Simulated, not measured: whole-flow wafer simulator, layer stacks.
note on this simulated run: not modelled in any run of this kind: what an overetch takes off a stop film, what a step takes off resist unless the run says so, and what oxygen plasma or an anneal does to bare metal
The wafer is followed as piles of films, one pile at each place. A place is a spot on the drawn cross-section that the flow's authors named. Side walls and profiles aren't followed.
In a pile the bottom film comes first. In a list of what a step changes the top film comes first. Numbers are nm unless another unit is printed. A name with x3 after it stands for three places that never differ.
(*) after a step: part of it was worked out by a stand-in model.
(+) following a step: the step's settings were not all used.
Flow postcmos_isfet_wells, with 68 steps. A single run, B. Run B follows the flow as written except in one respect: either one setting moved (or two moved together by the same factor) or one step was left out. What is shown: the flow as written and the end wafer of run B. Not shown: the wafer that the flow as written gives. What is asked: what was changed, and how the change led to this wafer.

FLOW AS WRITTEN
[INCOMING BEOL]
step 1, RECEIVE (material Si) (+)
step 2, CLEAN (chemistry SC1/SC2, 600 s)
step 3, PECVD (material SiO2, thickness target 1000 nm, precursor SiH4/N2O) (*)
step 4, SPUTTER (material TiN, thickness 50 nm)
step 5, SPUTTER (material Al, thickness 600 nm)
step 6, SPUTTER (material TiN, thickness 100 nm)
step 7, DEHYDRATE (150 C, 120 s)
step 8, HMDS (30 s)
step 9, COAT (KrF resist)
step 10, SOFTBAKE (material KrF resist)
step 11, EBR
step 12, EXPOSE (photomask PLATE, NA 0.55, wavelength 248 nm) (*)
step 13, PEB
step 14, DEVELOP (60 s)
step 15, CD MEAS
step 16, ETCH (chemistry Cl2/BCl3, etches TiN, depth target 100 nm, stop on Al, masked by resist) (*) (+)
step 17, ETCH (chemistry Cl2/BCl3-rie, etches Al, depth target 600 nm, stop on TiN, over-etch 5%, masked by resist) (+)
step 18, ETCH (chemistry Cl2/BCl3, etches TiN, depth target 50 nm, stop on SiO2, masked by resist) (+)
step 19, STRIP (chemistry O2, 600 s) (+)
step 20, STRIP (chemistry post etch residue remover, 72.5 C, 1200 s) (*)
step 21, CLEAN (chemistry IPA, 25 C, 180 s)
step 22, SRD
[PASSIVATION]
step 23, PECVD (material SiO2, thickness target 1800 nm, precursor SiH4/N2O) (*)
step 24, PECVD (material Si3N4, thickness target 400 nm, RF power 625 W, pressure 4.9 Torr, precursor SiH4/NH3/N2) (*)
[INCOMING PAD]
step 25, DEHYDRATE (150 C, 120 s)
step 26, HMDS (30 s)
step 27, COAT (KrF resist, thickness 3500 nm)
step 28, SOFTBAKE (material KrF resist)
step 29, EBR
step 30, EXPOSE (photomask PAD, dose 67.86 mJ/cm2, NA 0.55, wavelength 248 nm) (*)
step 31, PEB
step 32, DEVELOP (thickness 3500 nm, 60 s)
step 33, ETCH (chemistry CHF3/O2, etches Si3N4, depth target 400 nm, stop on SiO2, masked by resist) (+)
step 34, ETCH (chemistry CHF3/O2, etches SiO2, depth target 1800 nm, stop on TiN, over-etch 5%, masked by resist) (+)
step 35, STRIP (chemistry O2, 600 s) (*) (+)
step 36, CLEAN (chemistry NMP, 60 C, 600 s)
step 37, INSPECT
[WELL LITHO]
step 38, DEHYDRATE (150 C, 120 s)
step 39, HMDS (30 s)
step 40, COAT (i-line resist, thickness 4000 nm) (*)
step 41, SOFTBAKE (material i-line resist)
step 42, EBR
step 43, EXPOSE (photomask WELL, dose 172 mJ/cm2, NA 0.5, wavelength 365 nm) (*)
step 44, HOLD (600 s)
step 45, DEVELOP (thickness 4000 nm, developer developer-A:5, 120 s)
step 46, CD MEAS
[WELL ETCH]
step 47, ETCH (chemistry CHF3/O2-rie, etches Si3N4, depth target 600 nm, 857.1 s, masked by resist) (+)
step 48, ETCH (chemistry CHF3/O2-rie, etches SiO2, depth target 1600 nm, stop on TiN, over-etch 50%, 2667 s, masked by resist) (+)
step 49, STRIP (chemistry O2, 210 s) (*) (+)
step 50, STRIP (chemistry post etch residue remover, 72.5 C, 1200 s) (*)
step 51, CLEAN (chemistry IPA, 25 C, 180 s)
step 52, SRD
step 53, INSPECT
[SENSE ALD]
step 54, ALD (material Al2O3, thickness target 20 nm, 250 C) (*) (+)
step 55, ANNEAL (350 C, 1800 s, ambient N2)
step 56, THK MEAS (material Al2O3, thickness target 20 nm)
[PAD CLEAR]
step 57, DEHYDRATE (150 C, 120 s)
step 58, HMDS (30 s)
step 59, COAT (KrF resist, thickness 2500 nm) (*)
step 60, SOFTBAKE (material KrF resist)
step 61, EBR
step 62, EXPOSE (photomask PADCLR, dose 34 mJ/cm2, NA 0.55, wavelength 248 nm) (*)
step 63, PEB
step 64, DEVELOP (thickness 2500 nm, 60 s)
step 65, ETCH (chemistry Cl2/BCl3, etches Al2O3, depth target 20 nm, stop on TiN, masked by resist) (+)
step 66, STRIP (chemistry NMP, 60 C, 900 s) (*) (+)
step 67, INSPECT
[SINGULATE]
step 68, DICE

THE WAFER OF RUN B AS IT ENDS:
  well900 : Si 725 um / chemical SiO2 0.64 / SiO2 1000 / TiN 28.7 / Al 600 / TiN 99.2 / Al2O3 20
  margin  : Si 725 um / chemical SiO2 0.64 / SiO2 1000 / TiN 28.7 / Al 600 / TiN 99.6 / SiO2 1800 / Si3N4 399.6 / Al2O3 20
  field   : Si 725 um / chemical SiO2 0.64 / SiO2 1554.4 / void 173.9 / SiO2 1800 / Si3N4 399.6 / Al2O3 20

The reason: step 4, SPUTTER: thickness 28.7 nm was run, whereas the flow has thickness 50 nm.
The wafer lets one read it off: well900 has TiN 28.7, and step 4 as written asks for 50 nm.

Step by step, how the change led to this:
  step 4, SPUTTER (material TiN, thickness 50 nm)
      field, margin, well900, well1300 x3, pad_rim, pad_clr, pad_open: +28.7 TiN (new film) (in the flow as written it would be: +50 TiN (new film))
  step 18, ETCH (chemistry Cl2/BCl3, etches TiN, depth target 50 nm, stop on SiO2, masked by resist) (+)
      margin, well900, well1300 x3, pad_rim, pad_clr, pad_open: -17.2 KrF resist (in the flow as written it would be: -20 KrF resist)
      field: -28.7 TiN (all of it) (in the flow as written it would be: -50 TiN (all of it))
  step 23, PECVD (material SiO2, thickness target 1800 nm, precursor SiH4/N2O) (*)
      field: +1800 SiO2 (new film), +173.9 void (new film), +554.4 SiO2 (in the flow as written it would be: +1800 SiO2 (new film), +189.9 void (new film), +559.7 SiO2)
